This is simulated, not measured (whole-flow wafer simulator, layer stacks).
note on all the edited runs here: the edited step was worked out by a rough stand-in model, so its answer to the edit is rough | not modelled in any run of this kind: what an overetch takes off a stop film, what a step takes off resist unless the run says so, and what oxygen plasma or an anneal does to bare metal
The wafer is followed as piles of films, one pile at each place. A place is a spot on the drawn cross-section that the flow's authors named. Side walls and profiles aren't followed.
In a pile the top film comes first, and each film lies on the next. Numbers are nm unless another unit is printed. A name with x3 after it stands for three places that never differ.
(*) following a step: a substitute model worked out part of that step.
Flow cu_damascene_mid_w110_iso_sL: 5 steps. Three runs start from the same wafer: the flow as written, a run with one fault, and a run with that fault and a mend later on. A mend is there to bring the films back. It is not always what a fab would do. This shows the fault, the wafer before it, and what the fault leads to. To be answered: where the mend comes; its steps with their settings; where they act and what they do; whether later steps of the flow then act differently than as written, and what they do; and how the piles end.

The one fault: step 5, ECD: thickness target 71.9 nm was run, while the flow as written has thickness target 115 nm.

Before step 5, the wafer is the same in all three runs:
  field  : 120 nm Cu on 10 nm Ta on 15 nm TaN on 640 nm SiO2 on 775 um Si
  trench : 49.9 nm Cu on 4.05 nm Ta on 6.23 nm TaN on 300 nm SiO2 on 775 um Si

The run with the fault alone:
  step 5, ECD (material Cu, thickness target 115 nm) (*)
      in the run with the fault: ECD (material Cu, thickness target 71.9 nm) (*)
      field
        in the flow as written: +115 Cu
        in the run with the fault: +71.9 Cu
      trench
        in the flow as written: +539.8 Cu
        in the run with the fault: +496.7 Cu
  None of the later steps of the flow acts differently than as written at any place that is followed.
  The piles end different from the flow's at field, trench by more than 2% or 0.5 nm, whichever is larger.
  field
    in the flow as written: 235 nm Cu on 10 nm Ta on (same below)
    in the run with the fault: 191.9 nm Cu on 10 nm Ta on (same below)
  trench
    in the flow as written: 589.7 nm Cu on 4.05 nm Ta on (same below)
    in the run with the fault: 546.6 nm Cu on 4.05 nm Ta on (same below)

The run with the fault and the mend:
  After step 5 comes the mend.
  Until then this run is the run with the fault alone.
  step 5a, ECD (material Cu, thickness target 43.1 nm) (a further turn of the flow's step 5, with different settings)
      field, trench
        +43.1 Cu
  None of the later steps of the flow acts differently than as written at any place that is followed.
  By the end, the piles equal the flow's at every place that both follow.
